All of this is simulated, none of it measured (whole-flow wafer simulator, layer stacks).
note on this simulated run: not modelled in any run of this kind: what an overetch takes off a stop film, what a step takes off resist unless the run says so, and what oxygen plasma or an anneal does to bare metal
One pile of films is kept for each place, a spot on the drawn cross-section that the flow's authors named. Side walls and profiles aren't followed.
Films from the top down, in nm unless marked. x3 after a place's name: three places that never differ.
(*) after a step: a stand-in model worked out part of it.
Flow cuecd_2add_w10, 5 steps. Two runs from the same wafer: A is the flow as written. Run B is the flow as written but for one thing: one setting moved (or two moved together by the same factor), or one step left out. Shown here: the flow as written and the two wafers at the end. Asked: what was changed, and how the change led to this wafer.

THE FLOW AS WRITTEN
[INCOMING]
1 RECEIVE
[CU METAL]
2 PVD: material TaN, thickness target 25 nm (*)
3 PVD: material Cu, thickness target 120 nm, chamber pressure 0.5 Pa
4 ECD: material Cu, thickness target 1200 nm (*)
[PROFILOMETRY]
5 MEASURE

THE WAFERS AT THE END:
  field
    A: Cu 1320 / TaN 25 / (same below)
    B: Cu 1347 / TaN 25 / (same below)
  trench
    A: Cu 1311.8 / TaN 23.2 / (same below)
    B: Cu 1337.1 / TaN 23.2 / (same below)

The cause: step 3, PVD: thickness target 147 nm was run, where the flow has thickness target 120 nm.

How the change led to this, step by step:
  3 PVD: material Cu, thickness target 120 nm, chamber pressure 0.5 Pa
      field: A Cu +120 (new film) | B Cu +147 (new film)
      trench: A Cu +111.8 (new film) | B Cu +137.1 (new film)
